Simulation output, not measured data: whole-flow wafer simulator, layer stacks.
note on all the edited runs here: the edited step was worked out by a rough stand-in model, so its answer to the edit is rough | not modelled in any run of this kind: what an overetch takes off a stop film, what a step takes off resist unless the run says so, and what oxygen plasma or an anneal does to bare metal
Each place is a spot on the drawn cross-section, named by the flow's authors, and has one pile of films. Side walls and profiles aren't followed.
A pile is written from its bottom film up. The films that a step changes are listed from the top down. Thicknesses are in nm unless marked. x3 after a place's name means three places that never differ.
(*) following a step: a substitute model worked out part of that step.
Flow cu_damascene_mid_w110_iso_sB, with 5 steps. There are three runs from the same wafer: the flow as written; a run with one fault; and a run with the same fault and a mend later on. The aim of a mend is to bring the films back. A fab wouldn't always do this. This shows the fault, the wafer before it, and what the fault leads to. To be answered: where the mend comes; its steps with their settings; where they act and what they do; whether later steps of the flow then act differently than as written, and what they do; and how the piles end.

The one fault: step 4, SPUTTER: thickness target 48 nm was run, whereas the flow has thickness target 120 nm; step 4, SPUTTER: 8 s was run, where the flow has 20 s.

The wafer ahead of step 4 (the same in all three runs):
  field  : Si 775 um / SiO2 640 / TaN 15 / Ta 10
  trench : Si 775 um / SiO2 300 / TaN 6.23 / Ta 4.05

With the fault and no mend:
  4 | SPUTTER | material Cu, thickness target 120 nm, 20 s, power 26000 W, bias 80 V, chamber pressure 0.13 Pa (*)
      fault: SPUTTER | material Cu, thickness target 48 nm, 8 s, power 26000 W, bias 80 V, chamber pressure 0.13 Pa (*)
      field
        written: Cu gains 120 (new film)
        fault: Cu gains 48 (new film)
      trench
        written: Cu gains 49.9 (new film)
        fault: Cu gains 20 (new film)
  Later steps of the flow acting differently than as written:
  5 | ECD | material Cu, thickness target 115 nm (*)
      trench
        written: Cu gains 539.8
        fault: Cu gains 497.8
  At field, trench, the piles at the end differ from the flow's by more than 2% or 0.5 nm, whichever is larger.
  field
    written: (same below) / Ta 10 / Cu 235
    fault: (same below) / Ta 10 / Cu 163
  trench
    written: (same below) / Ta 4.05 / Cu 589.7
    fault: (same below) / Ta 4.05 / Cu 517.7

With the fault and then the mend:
  The mend follows step 4.
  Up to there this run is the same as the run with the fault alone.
  4a | SPUTTER | material Cu, thickness target 72 nm, 12 s, power 26000 W, bias 80 V, chamber pressure 0.13 Pa (*) (a further turn of the flow's step 4, with different settings)
      field
        Cu gains 72
      trench
        Cu gains 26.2
  None of the later steps of the flow differs from how it acts as written, at any place that is followed, by more than 2% or 0.5 nm, whichever is larger.
  By the end, the piles equal the flow's at every place that both follow.
